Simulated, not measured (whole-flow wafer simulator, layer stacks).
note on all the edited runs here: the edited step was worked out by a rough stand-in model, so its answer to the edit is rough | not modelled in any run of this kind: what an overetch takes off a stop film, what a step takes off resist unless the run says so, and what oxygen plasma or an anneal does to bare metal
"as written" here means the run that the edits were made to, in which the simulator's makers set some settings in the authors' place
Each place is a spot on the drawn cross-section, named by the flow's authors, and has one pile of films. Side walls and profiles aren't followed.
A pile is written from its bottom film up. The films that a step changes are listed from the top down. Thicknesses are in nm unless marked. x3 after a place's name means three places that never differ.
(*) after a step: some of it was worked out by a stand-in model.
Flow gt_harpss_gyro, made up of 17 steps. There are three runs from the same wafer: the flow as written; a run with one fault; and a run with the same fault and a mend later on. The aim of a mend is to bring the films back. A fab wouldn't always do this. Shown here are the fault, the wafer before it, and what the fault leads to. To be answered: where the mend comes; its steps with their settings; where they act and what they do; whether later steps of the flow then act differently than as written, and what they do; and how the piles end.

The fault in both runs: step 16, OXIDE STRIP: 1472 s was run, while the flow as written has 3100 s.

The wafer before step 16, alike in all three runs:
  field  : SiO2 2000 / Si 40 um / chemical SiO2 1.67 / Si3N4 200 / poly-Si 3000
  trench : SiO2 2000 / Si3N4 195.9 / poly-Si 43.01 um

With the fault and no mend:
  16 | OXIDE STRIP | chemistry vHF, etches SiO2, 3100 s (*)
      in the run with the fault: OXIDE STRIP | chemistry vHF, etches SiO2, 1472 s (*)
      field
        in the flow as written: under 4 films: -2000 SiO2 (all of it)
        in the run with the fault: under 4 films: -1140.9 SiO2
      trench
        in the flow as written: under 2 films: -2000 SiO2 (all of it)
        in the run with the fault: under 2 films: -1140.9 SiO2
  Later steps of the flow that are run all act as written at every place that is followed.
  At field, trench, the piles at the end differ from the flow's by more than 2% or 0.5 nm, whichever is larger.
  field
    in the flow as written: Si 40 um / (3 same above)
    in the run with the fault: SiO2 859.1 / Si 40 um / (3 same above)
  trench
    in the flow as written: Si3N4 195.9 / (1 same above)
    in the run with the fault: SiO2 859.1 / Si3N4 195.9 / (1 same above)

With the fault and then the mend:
  The mend follows step 17.
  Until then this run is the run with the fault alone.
  17a | OXIDE STRIP | chemistry vHF, etches SiO2, 1628 s (*) (the flow's step 16 again, with other settings)
      field
        under 4 films: -859.1 SiO2 (all of it)
      trench
        under 2 films: -859.1 SiO2 (all of it)
  Later steps of the flow that are run all act as written at every place that is followed.
  The piles end the same as the flow's at every place that both follow.
